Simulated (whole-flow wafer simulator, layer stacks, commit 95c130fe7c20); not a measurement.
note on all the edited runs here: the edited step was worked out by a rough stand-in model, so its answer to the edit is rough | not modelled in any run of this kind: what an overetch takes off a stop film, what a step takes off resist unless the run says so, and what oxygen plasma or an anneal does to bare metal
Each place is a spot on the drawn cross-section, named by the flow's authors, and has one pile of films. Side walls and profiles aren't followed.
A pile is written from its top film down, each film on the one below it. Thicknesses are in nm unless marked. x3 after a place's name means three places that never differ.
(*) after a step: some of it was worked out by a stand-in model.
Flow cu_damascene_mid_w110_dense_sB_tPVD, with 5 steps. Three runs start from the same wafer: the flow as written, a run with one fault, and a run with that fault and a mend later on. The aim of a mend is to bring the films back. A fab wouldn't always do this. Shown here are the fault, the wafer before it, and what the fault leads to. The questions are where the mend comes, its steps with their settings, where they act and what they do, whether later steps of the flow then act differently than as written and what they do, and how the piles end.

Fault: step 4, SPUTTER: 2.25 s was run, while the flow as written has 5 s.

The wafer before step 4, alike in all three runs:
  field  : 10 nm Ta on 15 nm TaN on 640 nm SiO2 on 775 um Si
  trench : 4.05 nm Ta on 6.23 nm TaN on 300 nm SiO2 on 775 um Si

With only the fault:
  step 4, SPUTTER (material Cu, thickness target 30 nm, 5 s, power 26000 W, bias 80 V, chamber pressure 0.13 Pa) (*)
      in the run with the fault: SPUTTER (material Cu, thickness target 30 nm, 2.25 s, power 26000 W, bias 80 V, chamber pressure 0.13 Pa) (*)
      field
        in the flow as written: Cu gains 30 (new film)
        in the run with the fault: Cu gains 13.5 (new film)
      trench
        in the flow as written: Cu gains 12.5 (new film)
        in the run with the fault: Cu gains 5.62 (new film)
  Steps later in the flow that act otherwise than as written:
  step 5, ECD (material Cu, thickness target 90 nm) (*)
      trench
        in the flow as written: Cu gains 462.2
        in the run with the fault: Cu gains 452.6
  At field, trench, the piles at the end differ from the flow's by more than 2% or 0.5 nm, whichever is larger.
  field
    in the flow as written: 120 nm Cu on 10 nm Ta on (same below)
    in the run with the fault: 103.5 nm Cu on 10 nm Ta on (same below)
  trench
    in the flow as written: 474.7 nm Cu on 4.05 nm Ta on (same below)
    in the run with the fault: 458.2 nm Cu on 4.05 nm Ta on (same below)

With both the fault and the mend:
  The mend follows step 4.
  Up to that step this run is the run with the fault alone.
  step 4a, SPUTTER (material Cu, thickness target 30 nm, 2.75 s, power 26000 W, bias 80 V, chamber pressure 0.13 Pa) (*) (a further turn of the flow's step 4, with different settings)
      field
        Cu gains 16.5
      trench
        Cu gains 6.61
  Later steps of the flow that are run all act as written at every place that is followed, up to a difference of at most 2% or 0.5 nm, whichever is larger.
  By the end, the piles equal the flow's at every place that both follow.
